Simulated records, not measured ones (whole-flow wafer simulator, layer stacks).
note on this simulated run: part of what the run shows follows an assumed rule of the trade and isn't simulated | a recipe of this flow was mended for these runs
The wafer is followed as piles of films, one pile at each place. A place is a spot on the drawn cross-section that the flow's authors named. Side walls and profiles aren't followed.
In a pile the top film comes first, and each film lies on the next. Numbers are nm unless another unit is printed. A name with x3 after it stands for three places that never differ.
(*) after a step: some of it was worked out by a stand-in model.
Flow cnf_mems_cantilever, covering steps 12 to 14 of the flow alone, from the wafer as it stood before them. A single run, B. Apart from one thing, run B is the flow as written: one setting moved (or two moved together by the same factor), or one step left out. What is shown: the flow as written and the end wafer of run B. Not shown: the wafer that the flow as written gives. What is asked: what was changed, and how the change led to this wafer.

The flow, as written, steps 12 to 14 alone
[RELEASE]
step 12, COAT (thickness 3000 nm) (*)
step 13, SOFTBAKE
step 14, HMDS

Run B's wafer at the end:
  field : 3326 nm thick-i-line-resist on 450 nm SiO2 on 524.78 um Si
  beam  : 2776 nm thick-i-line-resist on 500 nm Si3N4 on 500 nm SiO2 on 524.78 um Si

Cause: step 12, COAT: thickness 3216 nm was run, whereas the flow has thickness 3000 nm.

Step by step, how the change led to this:
  step 12, COAT (thickness 3000 nm) (*)
      field: thick-i-line-resist gains 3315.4 (new film) (it would be, as written: thick-i-line-resist gains 3098.1 (new film))
      beam: thick-i-line-resist gains 2818.2 (new film) (it would be, as written: thick-i-line-resist gains 2607.6 (new film))
  step 13, SOFTBAKE
      field: thick-i-line-resist gains 10.6 (it would be, as written: thick-i-line-resist gains 11.9)
      beam: thick-i-line-resist loses 42.2 (it would be, as written: thick-i-line-resist loses 47.6)
